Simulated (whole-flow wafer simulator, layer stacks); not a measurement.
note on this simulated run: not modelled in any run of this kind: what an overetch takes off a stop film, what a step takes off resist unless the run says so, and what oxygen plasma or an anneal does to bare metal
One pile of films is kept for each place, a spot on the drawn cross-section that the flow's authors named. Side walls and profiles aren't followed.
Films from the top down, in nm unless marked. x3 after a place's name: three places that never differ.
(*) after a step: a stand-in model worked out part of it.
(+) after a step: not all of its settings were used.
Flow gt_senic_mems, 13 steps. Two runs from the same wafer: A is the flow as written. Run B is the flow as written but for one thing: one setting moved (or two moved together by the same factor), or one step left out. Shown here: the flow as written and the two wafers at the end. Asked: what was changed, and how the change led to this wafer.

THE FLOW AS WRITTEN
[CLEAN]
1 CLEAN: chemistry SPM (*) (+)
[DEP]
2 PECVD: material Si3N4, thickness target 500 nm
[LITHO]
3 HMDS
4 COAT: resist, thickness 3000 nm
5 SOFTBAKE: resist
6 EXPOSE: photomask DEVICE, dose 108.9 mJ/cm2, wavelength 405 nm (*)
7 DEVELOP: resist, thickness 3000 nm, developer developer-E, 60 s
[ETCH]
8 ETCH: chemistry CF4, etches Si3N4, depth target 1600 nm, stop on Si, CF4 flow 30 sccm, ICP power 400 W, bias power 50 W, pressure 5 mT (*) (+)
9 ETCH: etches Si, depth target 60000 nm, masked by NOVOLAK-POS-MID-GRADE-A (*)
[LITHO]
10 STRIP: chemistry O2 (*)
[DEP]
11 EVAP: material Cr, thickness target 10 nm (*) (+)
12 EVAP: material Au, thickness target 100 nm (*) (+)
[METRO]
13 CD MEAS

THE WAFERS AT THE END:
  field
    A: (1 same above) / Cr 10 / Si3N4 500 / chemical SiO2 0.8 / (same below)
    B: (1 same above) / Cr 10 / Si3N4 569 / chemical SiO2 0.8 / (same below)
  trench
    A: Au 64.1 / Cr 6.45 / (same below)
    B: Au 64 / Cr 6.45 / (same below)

The cause: step 2, PECVD: thickness target 569 nm was run, where the flow has thickness target 500 nm.
It can be read off the wafer: field has Si3N4 569, and step 2 as written asks for 500 nm.

How the change led to this, step by step:
  2 PECVD: material Si3N4, thickness target 500 nm
      field, trench: A Si3N4 +500 (new film) | B Si3N4 +569 (new film)
  8 ETCH: chemistry CF4, etches Si3N4, depth target 1600 nm, stop on Si, CF4 flow 30 sccm, ICP power 400 W, bias power 50 W, pressure 5 mT (*) (+)
      field: A resist -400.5 | B resist -446.5
      trench: A Si3N4 -500 (all of it), chemical SiO2 -0.8 (all of it) | B Si3N4 -569 (all of it), chemical SiO2 -0.8 (all of it)
  10 STRIP: chemistry O2 (*)
      field: A resist -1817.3 (all of it) | B resist -1771.3 (all of it)
